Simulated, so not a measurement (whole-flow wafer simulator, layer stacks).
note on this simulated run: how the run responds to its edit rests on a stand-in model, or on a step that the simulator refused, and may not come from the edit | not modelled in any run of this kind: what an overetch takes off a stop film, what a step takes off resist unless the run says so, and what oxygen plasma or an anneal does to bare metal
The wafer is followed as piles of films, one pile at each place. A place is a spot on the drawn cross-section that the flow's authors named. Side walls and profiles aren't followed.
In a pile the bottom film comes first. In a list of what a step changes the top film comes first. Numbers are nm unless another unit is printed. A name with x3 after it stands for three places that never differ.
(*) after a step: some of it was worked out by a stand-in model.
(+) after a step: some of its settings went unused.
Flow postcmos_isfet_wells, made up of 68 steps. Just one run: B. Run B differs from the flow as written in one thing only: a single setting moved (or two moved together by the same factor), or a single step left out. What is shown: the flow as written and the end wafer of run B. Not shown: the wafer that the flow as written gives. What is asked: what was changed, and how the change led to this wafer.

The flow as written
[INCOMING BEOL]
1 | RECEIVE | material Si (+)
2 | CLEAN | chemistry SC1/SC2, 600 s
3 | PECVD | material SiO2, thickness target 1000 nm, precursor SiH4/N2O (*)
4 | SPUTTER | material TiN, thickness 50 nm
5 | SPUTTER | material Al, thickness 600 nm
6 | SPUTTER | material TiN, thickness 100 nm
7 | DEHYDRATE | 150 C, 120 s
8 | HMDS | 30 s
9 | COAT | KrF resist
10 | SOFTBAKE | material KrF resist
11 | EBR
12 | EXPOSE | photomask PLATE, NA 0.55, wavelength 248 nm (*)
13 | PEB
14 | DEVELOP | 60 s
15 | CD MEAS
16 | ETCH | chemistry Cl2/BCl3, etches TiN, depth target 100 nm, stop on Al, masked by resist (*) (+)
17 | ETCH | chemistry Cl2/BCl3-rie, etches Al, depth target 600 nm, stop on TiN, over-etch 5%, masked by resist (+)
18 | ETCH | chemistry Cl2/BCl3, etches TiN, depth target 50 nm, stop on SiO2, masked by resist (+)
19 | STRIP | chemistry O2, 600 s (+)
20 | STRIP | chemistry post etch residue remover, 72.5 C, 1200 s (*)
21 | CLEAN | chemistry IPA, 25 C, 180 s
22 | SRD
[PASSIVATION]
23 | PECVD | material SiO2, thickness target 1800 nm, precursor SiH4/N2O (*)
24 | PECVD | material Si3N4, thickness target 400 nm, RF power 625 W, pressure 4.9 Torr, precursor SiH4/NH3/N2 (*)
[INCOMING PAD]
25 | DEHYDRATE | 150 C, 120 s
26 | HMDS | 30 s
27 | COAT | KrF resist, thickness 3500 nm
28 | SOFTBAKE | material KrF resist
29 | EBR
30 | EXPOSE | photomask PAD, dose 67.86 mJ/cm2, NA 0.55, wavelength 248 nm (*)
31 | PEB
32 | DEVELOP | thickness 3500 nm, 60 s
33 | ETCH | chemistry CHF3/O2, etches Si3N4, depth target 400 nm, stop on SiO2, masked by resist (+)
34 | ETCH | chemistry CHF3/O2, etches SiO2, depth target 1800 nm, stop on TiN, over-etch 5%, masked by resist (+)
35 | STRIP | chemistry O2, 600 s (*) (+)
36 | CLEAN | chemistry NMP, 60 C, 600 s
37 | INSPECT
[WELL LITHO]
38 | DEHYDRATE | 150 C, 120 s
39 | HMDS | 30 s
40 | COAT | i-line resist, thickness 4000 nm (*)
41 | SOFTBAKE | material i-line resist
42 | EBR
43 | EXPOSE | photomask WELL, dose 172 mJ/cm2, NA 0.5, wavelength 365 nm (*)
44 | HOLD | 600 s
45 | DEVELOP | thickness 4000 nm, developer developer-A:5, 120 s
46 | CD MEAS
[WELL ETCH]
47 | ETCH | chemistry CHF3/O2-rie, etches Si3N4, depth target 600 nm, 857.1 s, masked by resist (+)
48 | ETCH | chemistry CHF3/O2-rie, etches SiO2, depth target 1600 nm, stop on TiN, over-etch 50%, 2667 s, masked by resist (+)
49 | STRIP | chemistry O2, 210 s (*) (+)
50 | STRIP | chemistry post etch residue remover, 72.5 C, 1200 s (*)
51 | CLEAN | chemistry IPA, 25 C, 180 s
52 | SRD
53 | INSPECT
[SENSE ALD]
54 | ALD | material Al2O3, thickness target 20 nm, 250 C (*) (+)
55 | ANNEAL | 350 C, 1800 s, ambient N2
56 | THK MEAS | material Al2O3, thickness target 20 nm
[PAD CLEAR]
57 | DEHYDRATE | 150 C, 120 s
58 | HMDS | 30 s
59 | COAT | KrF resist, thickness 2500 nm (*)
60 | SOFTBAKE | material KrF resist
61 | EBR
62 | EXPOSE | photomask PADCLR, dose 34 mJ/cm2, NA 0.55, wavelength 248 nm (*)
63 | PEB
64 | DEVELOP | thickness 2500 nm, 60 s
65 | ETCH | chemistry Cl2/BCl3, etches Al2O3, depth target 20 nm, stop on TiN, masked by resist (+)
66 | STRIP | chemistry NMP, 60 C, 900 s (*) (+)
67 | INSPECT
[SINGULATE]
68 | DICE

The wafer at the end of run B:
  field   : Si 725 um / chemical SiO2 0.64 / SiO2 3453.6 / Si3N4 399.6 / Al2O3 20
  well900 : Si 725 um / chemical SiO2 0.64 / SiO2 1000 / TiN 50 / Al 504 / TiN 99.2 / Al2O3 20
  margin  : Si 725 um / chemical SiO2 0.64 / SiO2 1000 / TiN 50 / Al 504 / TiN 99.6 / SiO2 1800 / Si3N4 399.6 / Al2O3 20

The reason: step 5, SPUTTER: thickness 504 nm was run, though the flow has thickness 600 nm.
The wafer lets one read it off: well900 has Al 504, and step 5 as written asks for 600 nm.

The path from the change to this, step by step:
  5 | SPUTTER | material Al, thickness 600 nm
      field, margin, well900, well1300 x3, pad_rim, pad_clr, pad_open: +504 Al (new film) (it would be, as written: +600 Al (new film))
  17 | ETCH | chemistry Cl2/BCl3-rie, etches Al, depth target 600 nm, stop on TiN, over-etch 5%, masked by resist (+)
      margin, well900, well1300 x3, pad_rim, pad_clr, pad_open: -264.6 KrF resist (it would be, as written: -300 KrF resist)
      field: -504 Al (all of it) (it would be, as written: -600 Al (all of it))
  19 | STRIP | chemistry O2, 600 s (+)
      margin, well900, well1300 x3, pad_rim, pad_clr, pad_open: -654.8 KrF resist (all of it) (it would be, as written: -619.4 KrF resist (all of it))
  23 | PECVD | material SiO2, thickness target 1800 nm, precursor SiH4/N2O (*)
      field: +2453.6 SiO2 (it would be, as written: +1800 SiO2 (new film), +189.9 void (new film), +559.7 SiO2)
